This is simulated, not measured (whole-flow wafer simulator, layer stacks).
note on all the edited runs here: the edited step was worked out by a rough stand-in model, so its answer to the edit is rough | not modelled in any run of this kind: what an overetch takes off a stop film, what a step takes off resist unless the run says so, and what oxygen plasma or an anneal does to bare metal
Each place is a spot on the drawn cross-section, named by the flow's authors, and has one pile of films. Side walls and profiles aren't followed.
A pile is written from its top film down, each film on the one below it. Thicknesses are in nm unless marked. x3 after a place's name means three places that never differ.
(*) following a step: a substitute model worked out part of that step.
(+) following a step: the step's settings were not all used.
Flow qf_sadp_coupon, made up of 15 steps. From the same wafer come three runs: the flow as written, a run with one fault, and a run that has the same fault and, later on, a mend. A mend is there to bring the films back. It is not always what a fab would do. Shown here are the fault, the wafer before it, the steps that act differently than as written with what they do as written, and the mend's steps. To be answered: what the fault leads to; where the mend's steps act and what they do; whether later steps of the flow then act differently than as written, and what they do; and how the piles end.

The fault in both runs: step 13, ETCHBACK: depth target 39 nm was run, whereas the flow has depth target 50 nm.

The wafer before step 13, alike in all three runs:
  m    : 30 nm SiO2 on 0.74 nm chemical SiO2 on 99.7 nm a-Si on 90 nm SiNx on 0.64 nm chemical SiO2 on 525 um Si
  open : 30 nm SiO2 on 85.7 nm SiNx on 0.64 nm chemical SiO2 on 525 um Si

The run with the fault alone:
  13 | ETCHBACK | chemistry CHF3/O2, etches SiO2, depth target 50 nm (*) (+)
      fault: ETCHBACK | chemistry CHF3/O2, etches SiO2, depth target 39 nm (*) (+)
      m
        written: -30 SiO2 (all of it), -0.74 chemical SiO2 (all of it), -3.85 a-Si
        fault: -30 SiO2 (all of it), -0.74 chemical SiO2 (all of it), -1.65 a-Si
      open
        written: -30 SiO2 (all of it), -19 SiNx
        fault: -30 SiO2 (all of it), -8.57 SiNx
  Steps later in the flow that act otherwise than as written:
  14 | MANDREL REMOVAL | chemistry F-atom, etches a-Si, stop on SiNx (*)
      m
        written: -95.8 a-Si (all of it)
        fault: -98 a-Si (all of it)
  By the end, the piles at open depart from the flow's by more than 2% or 0.5 nm, whichever is larger.
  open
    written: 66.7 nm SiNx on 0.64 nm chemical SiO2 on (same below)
    fault: 77.1 nm SiNx on 0.64 nm chemical SiO2 on (same below)

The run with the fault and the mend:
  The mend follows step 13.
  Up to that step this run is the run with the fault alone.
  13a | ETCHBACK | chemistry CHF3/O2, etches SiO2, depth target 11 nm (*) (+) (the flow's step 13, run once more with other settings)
      m
        -2.2 a-Si
      open
        -10.5 SiNx
  Every later step of the flow that is run acts as written at every place that is followed.
  The piles end the same as the flow's at every place that both follow.
